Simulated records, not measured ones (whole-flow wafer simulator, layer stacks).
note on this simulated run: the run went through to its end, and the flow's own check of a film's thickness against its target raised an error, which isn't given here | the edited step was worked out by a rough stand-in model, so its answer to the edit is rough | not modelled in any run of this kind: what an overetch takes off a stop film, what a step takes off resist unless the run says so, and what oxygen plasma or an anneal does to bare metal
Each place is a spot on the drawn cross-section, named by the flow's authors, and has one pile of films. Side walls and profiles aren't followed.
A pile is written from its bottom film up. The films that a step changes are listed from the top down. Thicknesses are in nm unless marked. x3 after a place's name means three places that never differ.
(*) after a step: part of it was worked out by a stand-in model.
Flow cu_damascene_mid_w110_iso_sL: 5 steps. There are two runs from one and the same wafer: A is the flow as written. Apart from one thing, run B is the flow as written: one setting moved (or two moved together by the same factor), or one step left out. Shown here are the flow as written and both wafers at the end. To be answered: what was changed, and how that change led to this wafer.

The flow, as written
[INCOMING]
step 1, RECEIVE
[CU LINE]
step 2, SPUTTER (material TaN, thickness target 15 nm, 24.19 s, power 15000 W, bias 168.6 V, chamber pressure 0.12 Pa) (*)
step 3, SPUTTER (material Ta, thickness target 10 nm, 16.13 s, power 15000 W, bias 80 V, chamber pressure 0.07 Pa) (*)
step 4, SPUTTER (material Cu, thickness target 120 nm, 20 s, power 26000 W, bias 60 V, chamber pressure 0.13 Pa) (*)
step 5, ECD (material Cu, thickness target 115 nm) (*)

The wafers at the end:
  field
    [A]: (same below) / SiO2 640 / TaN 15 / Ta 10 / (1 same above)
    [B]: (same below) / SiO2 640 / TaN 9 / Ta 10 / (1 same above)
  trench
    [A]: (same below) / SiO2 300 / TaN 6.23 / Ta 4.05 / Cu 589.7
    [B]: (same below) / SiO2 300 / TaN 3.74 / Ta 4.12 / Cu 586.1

The reason: step 2, SPUTTER: thickness target 9 nm was run, whereas the flow has thickness target 15 nm; step 2, SPUTTER: 14.51 s was run, where the flow has 24.19 s.
The wafer itself shows it: field has TaN 9, and step 2 as written asks for 15 nm.

The path from the change to this, step by step:
  step 2, SPUTTER (material TaN, thickness target 15 nm, 24.19 s, power 15000 W, bias 168.6 V, chamber pressure 0.12 Pa) (*)
      field: A TaN gains 15 (new film) | B TaN gains 9 (new film)
      trench: A TaN gains 6.23 (new film) | B TaN gains 3.74 (new film)
